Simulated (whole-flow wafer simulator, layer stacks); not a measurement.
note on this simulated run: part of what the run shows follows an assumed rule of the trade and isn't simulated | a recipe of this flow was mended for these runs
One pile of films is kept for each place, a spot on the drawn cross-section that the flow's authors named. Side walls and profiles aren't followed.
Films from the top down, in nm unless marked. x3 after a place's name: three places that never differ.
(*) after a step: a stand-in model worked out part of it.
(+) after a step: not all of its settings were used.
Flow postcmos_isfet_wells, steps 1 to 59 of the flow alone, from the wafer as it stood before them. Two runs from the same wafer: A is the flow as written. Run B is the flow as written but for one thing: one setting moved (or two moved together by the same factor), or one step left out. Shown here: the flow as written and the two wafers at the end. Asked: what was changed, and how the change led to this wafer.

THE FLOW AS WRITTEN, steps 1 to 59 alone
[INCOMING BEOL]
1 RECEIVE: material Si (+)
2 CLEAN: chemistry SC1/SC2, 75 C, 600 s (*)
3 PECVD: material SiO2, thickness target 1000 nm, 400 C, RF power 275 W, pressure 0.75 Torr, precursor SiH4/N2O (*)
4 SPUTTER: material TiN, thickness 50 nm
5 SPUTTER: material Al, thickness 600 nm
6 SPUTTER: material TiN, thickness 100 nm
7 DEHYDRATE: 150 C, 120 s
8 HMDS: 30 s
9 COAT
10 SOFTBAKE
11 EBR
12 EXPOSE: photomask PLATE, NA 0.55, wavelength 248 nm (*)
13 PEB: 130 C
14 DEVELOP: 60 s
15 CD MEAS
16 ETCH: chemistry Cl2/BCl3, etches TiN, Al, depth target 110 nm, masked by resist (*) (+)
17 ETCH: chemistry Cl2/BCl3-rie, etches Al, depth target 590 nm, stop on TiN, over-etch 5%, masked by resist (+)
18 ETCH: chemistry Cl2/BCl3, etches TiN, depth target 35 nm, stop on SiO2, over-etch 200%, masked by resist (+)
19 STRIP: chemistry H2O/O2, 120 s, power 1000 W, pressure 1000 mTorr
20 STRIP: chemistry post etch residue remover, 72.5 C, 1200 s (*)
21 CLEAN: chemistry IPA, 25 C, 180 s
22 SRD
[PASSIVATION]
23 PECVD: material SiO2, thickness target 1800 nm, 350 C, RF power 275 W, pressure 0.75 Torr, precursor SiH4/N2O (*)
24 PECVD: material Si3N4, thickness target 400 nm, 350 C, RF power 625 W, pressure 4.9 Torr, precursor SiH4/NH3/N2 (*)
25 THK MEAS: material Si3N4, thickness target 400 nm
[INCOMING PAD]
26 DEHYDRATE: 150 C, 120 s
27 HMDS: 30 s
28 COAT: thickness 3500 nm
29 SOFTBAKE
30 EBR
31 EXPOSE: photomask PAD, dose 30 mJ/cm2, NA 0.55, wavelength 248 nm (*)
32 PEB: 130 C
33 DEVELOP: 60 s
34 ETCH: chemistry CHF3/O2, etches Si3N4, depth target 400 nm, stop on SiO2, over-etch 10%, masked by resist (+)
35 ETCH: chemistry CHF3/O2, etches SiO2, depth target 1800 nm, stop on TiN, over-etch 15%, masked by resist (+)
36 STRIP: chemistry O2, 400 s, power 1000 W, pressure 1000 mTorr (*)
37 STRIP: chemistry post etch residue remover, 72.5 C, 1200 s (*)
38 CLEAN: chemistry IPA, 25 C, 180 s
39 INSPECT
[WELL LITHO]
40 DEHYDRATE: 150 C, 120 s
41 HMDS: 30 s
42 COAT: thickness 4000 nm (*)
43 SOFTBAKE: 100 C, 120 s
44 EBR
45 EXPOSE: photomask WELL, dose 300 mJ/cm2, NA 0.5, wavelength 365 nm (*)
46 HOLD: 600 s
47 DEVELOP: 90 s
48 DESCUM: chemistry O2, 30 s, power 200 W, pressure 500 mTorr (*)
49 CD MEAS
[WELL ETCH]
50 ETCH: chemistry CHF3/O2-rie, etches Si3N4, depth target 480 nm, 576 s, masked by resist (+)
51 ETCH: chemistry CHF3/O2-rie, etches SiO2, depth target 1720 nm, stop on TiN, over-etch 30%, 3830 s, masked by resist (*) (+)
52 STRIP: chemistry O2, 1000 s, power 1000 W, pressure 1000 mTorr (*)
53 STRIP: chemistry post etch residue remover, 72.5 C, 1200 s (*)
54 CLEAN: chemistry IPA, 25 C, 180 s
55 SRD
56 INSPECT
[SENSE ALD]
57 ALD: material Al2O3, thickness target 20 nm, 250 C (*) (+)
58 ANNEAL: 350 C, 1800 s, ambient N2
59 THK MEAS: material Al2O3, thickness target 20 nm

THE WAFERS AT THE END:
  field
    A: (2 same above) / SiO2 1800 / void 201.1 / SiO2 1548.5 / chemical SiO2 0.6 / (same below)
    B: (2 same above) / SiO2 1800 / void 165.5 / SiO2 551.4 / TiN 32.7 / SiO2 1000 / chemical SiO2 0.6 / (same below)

The cause: step 17, ETCH: depth target 478 nm was run, where the flow has depth target 590 nm.

How the change led to this, step by step:
  17 ETCH: chemistry Cl2/BCl3-rie, etches Al, depth target 590 nm, stop on TiN, over-etch 5%, masked by resist (+)
      field: A Al -590 (all of it), TiN -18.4 | B Al -501.9
      margin x2, well900 x4, pad_clr, pad_open: A thick-KrF-resist -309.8 | B thick-KrF-resist -250.9
  18 ETCH: chemistry Cl2/BCl3, etches TiN, depth target 35 nm, stop on SiO2, over-etch 200%, masked by resist (+)
      field: A TiN -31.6 (all of it), SiO2 -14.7 | B Al -88.1 (all of it), TiN -16.9
      margin x2, well900 x4, pad_clr, pad_open: A thick-KrF-resist -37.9 | B thick-KrF-resist -42
  19 STRIP: chemistry H2O/O2, 120 s, power 1000 W, pressure 1000 mTorr
      margin x2, well900 x4, pad_clr, pad_open: A thick-KrF-resist -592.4 (all of it) | B thick-KrF-resist -647 (all of it)
  23 PECVD: material SiO2, thickness target 1800 nm, 350 C, RF power 275 W, pressure 0.75 Torr, precursor SiH4/N2O (*)
      field: A SiO2 +1800 (new film), void +201.1 (new film), SiO2 +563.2 | B SiO2 +1800 (new film), void +165.5 (new film), SiO2 +551.4 (new film)
Counting metal films that touch as one body, field has 1 body; the flow as written gives 0 bodies.
